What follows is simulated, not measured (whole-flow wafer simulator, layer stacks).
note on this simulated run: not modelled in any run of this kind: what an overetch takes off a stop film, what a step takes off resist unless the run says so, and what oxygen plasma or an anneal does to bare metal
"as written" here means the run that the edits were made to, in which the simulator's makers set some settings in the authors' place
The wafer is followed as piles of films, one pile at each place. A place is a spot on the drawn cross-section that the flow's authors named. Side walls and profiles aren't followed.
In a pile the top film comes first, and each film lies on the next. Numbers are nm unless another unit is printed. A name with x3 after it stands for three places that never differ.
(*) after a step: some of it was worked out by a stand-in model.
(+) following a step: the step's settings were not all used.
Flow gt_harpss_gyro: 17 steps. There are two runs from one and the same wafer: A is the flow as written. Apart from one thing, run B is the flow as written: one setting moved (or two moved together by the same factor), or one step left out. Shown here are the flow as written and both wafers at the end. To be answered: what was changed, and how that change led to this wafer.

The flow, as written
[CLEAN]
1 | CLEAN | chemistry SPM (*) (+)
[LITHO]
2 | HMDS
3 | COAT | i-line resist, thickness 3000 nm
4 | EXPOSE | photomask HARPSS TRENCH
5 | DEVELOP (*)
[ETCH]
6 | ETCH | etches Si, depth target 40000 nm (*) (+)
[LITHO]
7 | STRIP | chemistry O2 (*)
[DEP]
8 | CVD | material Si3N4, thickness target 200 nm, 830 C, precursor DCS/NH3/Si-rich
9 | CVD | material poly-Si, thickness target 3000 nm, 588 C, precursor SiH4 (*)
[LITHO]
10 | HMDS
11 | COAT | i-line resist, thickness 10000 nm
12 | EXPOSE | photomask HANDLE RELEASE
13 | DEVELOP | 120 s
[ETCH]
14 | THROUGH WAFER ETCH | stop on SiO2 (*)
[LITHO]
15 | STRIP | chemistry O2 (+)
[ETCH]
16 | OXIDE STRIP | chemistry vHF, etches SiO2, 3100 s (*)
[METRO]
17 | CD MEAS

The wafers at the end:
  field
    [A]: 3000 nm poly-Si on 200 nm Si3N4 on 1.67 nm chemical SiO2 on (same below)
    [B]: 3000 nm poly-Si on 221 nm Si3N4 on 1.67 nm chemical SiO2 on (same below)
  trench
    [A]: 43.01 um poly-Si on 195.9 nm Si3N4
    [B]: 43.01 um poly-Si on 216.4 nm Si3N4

Cause: step 8, CVD: thickness target 221 nm was run, though the flow has thickness target 200 nm.
The wafer itself shows it: field has Si3N4 221, and step 8 as written asks for 200 nm.

The path from the change to this, step by step:
  8 | CVD | material Si3N4, thickness target 200 nm, 830 C, precursor DCS/NH3/Si-rich
      field: A Si3N4 gains 200 (new film) | B Si3N4 gains 221 (new film)
      trench: A Si3N4 gains 195.9 (new film) | B Si3N4 gains 216.4 (new film)
